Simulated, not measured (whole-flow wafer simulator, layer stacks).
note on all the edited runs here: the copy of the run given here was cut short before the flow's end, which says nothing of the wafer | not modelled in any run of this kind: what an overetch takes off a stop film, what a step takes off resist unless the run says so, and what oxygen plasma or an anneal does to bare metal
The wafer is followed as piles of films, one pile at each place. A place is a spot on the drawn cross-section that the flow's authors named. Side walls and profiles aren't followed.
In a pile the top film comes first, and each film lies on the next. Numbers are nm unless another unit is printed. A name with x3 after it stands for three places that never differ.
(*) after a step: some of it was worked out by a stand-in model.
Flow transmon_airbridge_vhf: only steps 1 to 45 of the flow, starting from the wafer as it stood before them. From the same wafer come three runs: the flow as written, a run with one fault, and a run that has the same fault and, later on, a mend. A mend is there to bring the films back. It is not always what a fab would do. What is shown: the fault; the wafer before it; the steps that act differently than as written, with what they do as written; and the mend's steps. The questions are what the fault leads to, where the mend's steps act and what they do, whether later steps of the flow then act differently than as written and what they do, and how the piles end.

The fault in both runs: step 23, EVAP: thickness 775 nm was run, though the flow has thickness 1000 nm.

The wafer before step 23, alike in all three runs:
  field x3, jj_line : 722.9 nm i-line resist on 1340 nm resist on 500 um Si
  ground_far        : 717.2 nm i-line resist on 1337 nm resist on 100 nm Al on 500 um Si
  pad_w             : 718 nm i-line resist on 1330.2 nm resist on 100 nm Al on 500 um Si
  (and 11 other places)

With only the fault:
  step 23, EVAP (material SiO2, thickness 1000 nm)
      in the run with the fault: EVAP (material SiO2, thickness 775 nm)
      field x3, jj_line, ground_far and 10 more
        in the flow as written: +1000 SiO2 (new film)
        in the run with the fault: +775 SiO2 (new film)
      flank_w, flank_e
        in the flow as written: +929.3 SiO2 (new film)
        in the run with the fault: +720.2 SiO2 (new film)
  Later steps of the flow acting differently than as written (not shown: 2 more steps that differ only slightly, by at most 2% or 0.5 nm, whichever is larger):
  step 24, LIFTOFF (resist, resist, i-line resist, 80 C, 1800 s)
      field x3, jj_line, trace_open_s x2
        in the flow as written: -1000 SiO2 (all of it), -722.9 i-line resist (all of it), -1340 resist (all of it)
        in the run with the fault: -775 SiO2 (all of it), -722.9 i-line resist (all of it), -1340 resist (all of it)
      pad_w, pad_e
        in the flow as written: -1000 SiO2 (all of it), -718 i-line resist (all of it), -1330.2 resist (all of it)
        in the run with the fault: -775 SiO2 (all of it), -718 i-line resist (all of it), -1330.2 resist (all of it)
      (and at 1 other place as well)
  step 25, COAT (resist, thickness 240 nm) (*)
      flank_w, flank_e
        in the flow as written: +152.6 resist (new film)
        in the run with the fault: +160.2 resist (new film)
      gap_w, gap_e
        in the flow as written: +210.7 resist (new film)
        in the run with the fault: +220.4 resist (new film)
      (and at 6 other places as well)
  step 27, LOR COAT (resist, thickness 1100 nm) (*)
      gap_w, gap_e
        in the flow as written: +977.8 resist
        in the run with the fault: +1008.9 resist
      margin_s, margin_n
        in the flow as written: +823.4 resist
        in the run with the fault: +877.9 resist
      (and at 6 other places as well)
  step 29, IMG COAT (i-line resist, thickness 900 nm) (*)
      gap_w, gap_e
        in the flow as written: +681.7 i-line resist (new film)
        in the run with the fault: +736.3 i-line resist (new film)
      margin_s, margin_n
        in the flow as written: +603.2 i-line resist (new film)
        in the run with the fault: +674.4 i-line resist (new film)
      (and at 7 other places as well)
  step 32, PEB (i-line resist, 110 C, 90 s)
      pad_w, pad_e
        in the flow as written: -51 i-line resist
        in the run with the fault: -49.9 i-line resist
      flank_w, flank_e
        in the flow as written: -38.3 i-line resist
        in the run with the fault: -40.6 i-line resist
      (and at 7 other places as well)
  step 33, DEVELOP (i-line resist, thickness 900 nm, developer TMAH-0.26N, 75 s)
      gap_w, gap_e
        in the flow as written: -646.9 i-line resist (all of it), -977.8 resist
        in the run with the fault: -698.7 i-line resist (all of it), -1008.9 resist
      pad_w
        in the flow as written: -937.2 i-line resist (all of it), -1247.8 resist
        in the run with the fault: -918.2 i-line resist (all of it), -1212.7 resist
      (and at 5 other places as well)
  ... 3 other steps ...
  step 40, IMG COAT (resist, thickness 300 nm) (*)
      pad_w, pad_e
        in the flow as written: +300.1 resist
        in the run with the fault: +293.9 resist
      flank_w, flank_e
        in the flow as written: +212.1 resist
        in the run with the fault: +219.3 resist
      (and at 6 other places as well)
  The piles end different from the flow's at pad_w, flank_w, gap_w and 7 more by more than 2% or 0.5 nm, whichever is larger.
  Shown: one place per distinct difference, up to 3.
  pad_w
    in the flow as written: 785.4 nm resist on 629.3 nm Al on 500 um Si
    in the run with the fault: 766.2 nm resist on 629.6 nm Al on 500 um Si
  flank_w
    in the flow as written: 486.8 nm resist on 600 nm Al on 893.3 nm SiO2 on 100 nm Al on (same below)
    in the run with the fault: 510.8 nm resist on 600 nm Al on 684.3 nm SiO2 on 100 nm Al on (same below)
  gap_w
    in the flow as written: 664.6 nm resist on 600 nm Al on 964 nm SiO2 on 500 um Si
    in the run with the fault: 683.8 nm resist on 600 nm Al on 739 nm SiO2 on 500 um Si

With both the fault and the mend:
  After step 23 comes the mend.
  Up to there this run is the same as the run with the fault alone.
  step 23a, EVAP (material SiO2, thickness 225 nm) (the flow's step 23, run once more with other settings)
      field x3, jj_line, ground_far and 10 more
        +225 SiO2
      flank_w, flank_e
        +209.2 SiO2
  Later steps of the flow that are run all act as written at every place that is followed, up to a difference of at most 2% or 0.5 nm, whichever is larger.
  The piles end only slightly different from the flow's at the places that both follow, by no more than 2% or 0.5 nm, whichever is larger.
